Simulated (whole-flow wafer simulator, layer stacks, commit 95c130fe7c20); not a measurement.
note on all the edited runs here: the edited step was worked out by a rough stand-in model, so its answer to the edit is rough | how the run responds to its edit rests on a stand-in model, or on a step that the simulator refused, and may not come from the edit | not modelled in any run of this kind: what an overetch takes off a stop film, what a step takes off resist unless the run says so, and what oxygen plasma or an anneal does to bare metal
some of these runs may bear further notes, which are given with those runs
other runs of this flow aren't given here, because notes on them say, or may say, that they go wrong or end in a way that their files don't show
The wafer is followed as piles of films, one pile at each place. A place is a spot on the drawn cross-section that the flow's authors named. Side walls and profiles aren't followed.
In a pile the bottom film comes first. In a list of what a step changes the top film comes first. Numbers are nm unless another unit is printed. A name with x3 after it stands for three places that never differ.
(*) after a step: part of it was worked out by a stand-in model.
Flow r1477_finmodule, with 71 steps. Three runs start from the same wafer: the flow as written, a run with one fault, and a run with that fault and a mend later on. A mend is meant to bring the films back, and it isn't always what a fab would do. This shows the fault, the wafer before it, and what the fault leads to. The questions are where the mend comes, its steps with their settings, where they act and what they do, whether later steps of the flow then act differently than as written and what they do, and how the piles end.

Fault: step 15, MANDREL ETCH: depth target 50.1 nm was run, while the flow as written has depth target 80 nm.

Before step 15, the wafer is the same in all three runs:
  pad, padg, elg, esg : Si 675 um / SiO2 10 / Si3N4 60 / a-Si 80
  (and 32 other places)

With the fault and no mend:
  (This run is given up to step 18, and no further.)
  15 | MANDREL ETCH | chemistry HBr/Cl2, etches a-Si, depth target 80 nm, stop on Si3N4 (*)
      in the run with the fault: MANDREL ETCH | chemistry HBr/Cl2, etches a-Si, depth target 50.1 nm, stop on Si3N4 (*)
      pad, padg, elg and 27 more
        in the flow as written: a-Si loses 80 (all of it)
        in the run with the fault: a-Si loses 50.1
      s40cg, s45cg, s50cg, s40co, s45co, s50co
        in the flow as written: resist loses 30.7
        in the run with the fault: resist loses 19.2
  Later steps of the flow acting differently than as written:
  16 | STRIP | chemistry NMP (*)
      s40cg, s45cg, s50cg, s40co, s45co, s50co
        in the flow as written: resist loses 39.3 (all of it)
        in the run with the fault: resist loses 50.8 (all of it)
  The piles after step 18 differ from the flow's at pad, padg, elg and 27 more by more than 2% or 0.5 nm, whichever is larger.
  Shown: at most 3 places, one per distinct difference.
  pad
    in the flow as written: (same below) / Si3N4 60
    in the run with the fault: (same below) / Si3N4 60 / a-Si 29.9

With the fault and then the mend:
  The mend stands after step 15.
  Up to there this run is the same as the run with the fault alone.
  15a | MANDREL ETCH | chemistry HBr/Cl2, etches a-Si, depth target 29.9 nm, stop on Si3N4 (*) (the flow's step 15, run once more with other settings)
      pad, padg, elg and 27 more
        a-Si loses 29.9 (all of it)
      s40cg, s45cg, s50cg, s40co, s45co, s50co
        resist loses 11.5
  None of the later steps of the flow acts differently than as written at any place that is followed.
  The piles end the same as the flow's at every place that both follow.
